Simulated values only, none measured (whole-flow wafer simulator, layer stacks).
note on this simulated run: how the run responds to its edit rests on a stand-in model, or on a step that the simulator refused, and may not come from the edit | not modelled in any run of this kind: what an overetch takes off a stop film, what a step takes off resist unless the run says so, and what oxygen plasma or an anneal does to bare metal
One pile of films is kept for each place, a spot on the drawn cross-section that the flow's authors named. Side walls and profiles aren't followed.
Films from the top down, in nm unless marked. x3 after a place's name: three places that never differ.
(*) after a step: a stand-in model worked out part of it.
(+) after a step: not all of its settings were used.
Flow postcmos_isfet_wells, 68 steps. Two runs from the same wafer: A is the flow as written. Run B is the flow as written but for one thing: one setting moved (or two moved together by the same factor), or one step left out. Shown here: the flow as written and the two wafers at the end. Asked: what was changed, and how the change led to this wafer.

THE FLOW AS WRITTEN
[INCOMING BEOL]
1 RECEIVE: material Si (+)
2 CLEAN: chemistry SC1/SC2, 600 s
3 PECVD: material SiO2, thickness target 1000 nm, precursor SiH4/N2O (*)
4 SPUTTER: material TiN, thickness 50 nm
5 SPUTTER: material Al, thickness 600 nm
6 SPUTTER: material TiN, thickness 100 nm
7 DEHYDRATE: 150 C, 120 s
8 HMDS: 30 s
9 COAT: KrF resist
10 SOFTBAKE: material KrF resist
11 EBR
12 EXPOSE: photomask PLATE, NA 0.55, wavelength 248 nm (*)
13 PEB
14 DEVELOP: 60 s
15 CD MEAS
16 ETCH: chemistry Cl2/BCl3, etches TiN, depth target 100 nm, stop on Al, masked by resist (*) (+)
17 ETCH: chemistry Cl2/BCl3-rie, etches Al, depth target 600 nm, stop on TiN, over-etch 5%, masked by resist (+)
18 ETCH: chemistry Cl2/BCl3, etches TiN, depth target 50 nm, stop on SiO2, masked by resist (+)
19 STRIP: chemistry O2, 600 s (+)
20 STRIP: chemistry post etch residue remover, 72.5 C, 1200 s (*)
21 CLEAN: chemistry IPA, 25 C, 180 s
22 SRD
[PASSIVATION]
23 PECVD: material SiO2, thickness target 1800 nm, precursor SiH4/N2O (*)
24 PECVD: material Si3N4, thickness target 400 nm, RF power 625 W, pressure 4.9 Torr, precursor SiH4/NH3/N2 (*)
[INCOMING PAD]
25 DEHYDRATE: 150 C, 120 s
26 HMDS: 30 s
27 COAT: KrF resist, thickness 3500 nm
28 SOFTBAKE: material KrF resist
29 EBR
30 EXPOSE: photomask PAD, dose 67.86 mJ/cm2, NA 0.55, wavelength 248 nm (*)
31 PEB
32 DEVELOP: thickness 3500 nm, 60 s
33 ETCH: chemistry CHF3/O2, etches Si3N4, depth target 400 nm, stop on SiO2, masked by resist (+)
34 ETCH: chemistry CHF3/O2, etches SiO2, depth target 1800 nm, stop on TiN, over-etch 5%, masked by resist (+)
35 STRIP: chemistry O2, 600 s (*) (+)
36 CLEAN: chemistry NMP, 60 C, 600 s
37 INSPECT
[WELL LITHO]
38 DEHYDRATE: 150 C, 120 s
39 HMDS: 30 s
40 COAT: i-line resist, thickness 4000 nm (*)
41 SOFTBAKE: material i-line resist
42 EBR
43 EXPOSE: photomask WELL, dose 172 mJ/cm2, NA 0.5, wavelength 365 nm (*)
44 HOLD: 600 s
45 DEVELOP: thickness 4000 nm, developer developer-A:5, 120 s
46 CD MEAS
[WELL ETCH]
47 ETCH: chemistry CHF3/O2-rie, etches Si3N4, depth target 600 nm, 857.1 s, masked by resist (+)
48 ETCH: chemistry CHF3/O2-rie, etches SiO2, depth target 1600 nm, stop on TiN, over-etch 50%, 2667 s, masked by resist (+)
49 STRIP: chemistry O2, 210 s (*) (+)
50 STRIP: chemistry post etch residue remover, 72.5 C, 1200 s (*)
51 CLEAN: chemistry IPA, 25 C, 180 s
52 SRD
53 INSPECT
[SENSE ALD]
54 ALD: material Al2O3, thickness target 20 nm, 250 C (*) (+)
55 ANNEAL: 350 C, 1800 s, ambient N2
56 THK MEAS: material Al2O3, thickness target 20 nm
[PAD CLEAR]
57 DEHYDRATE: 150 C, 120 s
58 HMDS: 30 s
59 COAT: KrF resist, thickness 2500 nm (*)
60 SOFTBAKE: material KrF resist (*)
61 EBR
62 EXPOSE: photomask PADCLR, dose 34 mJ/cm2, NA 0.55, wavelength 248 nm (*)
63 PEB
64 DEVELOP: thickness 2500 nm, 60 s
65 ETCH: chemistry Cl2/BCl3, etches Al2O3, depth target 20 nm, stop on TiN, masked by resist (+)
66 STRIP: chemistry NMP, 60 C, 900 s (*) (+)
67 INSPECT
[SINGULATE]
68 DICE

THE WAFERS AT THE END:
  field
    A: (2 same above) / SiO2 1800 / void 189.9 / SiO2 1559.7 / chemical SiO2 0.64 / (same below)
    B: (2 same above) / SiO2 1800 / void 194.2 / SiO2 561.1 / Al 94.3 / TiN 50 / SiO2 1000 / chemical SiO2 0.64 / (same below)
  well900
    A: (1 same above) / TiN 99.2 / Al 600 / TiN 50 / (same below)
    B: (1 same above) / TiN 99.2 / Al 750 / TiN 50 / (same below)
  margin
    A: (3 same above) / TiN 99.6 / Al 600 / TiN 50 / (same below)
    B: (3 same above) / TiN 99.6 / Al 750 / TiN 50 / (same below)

The cause: step 5, SPUTTER: thickness 750 nm was run, where the flow has thickness 600 nm.
It can be read off the wafer: well900 has Al 750, and step 5 as written asks for 600 nm.

How the change led to this, step by step:
  5 SPUTTER: material Al, thickness 600 nm
      field, margin, well900, well1300 x3, pad_rim, pad_clr, pad_open: A Al +600 (new film) | B Al +750 (new film)
  17 ETCH: chemistry Cl2/BCl3-rie, etches Al, depth target 600 nm, stop on TiN, over-etch 5%, masked by resist (+)
      field: A Al -600 (all of it) | B Al -600
  18 ETCH: chemistry Cl2/BCl3, etches TiN, depth target 50 nm, stop on SiO2, masked by resist (+)
      field: A TiN -50 (all of it) | B Al -50
  20 STRIP: chemistry post etch residue remover, 72.5 C, 1200 s (*)
      field: A nothing | B Al -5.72
  23 PECVD: material SiO2, thickness target 1800 nm, precursor SiH4/N2O (*)
      field: A SiO2 +1800 (new film), void +189.9 (new film), SiO2 +559.7 | B SiO2 +1800 (new film), void +194.2 (new film), SiO2 +561.1 (new film)
Counting metal films that touch as one body, field has 1 body; the flow as written gives 0 bodies.
